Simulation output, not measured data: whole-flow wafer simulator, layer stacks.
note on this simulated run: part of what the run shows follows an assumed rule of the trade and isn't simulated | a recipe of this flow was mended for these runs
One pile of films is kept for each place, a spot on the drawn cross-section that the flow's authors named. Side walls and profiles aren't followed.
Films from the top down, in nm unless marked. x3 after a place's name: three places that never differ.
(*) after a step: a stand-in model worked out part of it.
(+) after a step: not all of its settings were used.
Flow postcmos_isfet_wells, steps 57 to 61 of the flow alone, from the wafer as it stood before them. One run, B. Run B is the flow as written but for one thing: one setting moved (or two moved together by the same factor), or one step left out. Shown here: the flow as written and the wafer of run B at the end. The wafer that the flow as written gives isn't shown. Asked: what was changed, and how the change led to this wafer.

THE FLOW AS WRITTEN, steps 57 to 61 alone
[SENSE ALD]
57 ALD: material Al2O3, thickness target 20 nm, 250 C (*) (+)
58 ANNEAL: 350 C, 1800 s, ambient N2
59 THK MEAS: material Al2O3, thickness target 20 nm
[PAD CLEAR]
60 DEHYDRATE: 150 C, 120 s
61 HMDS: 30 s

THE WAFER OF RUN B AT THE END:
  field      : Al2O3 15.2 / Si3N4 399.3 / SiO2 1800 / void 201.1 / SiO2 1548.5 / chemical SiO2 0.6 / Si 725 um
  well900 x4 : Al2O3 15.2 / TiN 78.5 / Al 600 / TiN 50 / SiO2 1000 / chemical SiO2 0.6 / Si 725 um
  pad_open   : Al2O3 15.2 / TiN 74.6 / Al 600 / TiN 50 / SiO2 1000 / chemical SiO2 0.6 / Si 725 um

The cause: step 57, ALD: thickness target 15.2 nm was run, where the flow has thickness target 20 nm.
It can be read off the wafer: field has Al2O3 15.2, and step 57 as written asks for 20 nm.

How the change led to this, step by step:
  57 ALD: material Al2O3, thickness target 20 nm, 250 C (*) (+)
      field, margin x3, well900 x4, pad_open: Al2O3 +15.2 (new film) (as written it would be: Al2O3 +20 (new film))
